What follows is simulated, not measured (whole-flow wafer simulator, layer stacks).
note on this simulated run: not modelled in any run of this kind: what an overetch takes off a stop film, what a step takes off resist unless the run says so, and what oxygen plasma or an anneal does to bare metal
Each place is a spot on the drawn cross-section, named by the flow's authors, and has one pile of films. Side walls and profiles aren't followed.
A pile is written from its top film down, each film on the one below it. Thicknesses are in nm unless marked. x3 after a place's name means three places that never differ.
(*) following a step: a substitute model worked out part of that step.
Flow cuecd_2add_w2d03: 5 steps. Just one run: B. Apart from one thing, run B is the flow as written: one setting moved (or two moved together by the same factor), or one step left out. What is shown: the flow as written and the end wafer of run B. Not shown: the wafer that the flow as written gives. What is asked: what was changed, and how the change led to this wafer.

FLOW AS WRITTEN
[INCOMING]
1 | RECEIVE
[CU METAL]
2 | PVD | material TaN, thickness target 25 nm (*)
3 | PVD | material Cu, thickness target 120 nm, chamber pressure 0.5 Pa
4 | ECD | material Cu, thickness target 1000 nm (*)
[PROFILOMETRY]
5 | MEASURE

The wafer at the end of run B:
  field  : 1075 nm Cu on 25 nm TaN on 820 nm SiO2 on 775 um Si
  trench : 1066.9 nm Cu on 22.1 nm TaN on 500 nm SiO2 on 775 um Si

The reason: step 3, PVD: thickness target 75 nm was run, though the flow has thickness target 120 nm.

The path from the change to this, step by step:
  3 | PVD | material Cu, thickness target 120 nm, chamber pressure 0.5 Pa
      field: +75 Cu (new film) (as written it would have been: +120 Cu (new film))
      trench: +66.9 Cu (new film) (as written it would have been: +107.2 Cu (new film))
